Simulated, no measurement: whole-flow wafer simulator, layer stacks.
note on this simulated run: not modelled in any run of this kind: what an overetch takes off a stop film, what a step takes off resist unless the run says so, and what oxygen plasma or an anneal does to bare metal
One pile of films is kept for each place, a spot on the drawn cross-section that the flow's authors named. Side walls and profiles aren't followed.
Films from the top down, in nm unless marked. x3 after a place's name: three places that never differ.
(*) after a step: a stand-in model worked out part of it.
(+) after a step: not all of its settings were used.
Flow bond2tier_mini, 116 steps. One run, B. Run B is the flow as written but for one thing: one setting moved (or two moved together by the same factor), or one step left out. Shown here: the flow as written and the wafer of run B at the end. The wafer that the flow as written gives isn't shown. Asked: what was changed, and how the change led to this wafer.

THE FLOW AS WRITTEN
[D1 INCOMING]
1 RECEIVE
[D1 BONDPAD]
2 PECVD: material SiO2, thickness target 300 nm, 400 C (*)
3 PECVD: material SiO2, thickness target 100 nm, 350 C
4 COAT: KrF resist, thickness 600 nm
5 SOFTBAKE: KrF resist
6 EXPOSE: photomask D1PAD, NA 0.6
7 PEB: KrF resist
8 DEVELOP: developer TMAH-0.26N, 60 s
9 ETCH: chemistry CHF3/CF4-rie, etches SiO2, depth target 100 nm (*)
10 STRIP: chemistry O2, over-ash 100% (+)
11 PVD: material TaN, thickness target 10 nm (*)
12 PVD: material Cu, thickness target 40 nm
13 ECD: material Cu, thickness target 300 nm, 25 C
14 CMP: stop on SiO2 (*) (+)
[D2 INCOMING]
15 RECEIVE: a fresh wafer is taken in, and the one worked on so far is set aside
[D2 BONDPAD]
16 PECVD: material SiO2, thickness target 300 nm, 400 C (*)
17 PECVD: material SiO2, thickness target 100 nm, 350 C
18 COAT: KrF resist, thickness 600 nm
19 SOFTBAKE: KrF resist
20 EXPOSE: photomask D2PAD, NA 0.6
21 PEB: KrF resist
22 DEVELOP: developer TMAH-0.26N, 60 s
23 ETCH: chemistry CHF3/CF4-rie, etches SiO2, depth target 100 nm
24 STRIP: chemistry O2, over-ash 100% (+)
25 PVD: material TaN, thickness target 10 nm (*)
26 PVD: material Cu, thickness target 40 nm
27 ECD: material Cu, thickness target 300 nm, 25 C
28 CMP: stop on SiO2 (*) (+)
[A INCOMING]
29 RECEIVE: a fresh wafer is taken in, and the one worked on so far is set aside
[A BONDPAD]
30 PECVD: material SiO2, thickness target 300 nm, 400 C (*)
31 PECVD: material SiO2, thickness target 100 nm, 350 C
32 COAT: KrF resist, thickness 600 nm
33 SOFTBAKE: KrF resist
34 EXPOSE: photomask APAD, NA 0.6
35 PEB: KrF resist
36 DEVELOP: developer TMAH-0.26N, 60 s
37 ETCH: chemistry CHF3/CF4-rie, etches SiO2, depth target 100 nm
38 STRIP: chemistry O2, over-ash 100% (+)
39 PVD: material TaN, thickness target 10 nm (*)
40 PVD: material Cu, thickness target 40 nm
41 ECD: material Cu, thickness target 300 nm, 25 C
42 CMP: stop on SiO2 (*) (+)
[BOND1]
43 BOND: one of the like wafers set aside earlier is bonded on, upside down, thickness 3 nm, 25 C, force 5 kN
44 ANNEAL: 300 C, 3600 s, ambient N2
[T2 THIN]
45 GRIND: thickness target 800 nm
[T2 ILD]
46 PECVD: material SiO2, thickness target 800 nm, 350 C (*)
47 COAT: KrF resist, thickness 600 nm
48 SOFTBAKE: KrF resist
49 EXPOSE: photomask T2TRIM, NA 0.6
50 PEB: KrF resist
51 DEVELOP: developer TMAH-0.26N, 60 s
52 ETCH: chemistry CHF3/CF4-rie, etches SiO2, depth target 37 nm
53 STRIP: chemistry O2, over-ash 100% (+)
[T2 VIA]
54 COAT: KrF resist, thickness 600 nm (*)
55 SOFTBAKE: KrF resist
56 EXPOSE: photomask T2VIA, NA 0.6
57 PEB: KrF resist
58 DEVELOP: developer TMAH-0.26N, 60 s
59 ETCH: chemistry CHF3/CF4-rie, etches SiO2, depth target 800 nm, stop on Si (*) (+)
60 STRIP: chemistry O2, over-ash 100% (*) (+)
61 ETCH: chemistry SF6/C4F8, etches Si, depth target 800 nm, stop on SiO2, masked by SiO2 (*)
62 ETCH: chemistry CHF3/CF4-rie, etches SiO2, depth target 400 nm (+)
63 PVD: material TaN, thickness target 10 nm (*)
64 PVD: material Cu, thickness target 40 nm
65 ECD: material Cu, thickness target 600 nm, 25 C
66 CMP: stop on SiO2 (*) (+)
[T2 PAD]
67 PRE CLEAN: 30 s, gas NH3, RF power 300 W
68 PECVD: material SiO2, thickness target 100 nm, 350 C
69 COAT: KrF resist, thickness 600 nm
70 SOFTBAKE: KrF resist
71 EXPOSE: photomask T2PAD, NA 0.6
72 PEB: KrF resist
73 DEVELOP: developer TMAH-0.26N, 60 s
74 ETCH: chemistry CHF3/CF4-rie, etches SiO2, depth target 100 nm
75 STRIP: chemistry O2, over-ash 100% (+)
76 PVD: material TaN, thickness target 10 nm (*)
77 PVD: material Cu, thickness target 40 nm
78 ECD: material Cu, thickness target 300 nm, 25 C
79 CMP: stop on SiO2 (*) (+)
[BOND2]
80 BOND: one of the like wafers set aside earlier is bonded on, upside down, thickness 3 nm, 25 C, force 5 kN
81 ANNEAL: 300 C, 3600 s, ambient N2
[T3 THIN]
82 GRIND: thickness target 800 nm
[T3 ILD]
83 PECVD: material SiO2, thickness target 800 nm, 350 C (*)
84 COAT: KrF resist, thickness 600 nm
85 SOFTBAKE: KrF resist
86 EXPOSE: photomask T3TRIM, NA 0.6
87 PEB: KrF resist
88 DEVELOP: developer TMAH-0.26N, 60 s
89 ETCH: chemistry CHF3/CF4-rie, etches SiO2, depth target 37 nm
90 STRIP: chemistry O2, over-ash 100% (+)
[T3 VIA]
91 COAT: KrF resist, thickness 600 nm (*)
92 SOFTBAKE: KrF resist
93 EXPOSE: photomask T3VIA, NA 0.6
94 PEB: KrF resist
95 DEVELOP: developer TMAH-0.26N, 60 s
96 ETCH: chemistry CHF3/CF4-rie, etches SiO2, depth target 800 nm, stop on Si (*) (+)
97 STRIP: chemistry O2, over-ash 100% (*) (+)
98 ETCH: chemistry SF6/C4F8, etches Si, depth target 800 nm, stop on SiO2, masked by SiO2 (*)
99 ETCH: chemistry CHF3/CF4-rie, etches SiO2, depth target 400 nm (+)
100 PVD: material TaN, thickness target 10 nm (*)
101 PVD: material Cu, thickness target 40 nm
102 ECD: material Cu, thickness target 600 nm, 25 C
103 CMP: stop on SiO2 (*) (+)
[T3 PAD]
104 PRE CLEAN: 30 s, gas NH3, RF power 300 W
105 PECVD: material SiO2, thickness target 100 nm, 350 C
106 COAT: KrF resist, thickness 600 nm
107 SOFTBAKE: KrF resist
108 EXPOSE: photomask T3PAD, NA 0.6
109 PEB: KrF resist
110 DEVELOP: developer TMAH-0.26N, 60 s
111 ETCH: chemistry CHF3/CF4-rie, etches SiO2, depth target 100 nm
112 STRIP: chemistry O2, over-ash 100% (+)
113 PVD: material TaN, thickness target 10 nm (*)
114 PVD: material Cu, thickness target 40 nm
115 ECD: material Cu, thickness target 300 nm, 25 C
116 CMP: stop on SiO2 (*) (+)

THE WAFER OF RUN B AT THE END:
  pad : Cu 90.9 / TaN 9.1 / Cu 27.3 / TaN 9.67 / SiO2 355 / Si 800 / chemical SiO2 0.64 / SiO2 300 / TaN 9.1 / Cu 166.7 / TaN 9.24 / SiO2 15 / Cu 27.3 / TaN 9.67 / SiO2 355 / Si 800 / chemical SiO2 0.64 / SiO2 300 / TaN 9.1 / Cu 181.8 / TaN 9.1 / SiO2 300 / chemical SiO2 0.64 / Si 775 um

The cause: step 74, ETCH: depth target 85 nm was run, where the flow has depth target 100 nm.

How the change led to this, step by step:
  74 ETCH: chemistry CHF3/CF4-rie, etches SiO2, depth target 100 nm
      pad: SiO2 -85 (as written it would be: SiO2 -100 (all of it))
      field: KrF resist -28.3 (as written it would be: KrF resist -33.3)
  78 ECD: material Cu, thickness target 300 nm, 25 C
      pad: Cu +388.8 (as written it would be: Cu +404.5)
Counting metal films that touch as one body, pad has 4 bodies (between them, from the top down: SiO2 355 / Si 800 / chemical SiO2 0.64 / SiO2 300; SiO2 15; SiO2 355 / Si 800 / chemical SiO2 0.64 / SiO2 300); the flow as written gives 3 bodies (between them, from the top down: SiO2 355 / Si 800 / chemical SiO2 0.64 / SiO2 300; SiO2 355 / Si 800 / chemical SiO2 0.64 / SiO2 300).
